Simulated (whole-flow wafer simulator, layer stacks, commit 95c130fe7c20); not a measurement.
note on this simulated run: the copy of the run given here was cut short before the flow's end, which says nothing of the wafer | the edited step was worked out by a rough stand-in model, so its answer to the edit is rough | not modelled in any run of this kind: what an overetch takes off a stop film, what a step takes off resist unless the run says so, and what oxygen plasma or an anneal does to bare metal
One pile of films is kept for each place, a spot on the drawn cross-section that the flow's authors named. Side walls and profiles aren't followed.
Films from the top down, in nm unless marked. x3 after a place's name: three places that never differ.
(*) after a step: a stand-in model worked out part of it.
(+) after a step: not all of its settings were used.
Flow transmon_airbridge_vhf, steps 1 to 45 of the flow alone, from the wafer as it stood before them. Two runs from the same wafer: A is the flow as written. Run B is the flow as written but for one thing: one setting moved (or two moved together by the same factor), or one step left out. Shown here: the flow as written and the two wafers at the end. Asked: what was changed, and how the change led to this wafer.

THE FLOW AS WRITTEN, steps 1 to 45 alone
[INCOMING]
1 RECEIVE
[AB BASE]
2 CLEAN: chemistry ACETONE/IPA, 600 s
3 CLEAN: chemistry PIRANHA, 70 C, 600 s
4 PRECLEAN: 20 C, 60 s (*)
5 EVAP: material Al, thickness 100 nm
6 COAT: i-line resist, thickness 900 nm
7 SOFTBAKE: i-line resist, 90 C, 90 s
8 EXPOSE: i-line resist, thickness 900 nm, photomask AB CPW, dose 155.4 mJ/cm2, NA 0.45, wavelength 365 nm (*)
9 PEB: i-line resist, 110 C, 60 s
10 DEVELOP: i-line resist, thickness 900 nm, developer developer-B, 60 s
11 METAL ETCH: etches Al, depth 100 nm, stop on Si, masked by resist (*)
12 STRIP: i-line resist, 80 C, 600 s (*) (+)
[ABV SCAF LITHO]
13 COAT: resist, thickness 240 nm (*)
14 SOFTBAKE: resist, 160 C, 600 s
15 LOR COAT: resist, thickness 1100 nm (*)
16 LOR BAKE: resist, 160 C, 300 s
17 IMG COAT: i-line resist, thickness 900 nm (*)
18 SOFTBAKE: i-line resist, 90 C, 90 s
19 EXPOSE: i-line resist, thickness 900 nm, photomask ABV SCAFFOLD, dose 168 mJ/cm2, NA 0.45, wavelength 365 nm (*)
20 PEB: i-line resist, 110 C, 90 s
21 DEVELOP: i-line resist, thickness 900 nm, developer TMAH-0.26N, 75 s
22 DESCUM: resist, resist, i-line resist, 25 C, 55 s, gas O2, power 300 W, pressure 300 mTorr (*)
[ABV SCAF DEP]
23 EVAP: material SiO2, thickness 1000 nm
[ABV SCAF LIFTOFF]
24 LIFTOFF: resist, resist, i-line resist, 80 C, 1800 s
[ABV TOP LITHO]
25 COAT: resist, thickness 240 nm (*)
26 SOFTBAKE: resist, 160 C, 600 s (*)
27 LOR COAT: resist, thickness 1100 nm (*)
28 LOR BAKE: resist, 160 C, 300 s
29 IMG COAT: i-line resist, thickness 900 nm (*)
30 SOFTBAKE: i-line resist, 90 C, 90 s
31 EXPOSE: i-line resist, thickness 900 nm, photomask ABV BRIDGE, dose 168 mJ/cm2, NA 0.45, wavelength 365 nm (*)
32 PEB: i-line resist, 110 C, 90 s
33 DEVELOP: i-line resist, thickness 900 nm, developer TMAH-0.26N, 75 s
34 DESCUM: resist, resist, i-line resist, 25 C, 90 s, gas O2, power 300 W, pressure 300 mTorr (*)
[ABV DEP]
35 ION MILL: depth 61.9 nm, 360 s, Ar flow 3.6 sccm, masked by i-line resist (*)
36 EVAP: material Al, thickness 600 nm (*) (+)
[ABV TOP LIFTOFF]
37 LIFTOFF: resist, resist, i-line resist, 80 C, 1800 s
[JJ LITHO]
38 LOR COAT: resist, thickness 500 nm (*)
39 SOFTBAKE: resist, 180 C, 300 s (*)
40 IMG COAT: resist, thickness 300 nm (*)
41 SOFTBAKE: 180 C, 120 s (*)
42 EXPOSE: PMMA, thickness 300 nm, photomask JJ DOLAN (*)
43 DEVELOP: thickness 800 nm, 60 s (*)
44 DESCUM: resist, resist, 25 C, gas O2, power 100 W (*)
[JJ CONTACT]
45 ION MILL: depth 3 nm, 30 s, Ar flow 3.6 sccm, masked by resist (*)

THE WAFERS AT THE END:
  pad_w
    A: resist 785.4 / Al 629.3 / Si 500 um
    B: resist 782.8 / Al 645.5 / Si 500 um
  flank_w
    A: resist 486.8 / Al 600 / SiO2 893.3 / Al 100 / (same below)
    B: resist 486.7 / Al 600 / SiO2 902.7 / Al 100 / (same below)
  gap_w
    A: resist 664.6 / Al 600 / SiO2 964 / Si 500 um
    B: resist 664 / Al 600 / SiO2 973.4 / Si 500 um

The cause: step 35, ION MILL: depth 45.8 nm was run, where the flow has depth 61.9 nm; step 35, ION MILL: 266 s was run, where the flow has 360 s.

How the change led to this, step by step:
  35 ION MILL: depth 61.9 nm, 360 s, Ar flow 3.6 sccm, masked by i-line resist (*)
      field x3, jj_line, ground_far, trace_open_s x2, margin_s, margin_n: A i-line resist -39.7 | B i-line resist -29.4
      flank_w, gap_w, cpw_trace, gap_e, flank_e, bridge_strip: A SiO2 -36 | B SiO2 -26.6
      (and at 2 more places)
  37 LIFTOFF: resist, resist, i-line resist, 80 C, 1800 s
      margin_s, margin_n: A Al -600 (all of it), i-line resist -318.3 (all of it), resist -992 (all of it) | B Al -600 (all of it), i-line resist -328.6 (all of it), resist -992 (all of it)
